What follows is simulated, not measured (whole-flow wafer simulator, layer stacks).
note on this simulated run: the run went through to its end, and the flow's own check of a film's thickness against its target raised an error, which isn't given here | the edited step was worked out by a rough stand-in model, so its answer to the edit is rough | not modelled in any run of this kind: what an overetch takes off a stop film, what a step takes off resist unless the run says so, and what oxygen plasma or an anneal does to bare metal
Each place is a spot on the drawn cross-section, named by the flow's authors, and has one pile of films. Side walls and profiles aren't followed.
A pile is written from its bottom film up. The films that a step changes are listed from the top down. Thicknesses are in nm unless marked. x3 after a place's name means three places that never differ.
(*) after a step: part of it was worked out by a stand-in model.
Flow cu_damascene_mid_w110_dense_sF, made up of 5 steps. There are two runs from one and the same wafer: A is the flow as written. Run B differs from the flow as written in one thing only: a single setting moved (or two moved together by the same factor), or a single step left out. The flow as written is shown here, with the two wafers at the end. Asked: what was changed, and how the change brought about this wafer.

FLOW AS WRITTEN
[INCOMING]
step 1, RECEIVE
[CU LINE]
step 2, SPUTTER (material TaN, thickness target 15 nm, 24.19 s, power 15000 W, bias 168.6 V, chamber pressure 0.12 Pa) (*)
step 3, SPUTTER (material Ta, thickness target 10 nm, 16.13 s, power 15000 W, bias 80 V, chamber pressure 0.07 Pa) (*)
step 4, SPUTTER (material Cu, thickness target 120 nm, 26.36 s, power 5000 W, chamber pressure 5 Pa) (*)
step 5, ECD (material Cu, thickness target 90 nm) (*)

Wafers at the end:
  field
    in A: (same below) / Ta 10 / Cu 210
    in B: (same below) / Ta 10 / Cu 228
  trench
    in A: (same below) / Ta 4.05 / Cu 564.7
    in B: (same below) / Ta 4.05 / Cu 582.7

What caused this: step 5, ECD: thickness target 108 nm was run, though the flow has thickness target 90 nm.

The path from the change to this, step by step:
  step 5, ECD (material Cu, thickness target 90 nm) (*)
      field: A Cu gains 90 | B Cu gains 108
      trench: A Cu gains 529 | B Cu gains 547
